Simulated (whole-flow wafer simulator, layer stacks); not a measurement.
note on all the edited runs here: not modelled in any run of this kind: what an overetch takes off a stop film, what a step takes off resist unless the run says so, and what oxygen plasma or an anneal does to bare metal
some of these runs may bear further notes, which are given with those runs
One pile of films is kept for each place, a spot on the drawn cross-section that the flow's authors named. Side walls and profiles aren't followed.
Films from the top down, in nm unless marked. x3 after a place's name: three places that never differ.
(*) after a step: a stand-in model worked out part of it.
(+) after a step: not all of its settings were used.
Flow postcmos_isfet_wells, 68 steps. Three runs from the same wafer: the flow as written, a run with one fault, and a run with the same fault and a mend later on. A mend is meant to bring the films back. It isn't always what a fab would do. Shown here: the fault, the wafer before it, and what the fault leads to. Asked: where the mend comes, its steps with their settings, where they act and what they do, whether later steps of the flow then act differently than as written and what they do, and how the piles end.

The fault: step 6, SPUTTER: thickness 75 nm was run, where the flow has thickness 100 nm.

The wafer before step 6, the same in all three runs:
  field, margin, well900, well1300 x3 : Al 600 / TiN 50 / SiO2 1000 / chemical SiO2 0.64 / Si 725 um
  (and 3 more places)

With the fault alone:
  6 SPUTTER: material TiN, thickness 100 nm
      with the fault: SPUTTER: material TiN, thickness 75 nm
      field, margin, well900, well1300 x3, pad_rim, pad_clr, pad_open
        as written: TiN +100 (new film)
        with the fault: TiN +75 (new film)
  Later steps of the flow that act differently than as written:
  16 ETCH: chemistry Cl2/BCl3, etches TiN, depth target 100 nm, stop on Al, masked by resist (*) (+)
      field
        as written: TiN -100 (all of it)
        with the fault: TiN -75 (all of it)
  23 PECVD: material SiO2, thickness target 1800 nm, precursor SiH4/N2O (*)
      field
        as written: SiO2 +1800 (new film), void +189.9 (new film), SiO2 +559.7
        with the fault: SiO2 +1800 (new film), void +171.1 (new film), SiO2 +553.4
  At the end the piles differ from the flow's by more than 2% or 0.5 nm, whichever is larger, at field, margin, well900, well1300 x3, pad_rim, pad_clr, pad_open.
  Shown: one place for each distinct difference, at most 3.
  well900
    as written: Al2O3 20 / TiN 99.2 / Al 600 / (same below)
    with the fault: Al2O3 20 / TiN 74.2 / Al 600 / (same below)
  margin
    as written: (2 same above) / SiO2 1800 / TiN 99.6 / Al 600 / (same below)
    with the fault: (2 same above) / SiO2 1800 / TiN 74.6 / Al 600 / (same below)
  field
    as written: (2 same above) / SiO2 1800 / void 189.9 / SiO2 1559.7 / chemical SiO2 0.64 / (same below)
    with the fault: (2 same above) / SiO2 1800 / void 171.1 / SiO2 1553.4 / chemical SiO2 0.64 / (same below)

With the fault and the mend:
  The mend comes after step 6.
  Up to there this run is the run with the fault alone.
  6a SPUTTER: material TiN, thickness 25 nm (the flow's step 6 once more, with other settings)
      field, margin, well900, well1300 x3, pad_rim, pad_clr, pad_open
        TiN +25
  No later step of the flow acts differently than as written at any place that is followed.
  At the end the piles are the same as the flow's at every place that both follow.
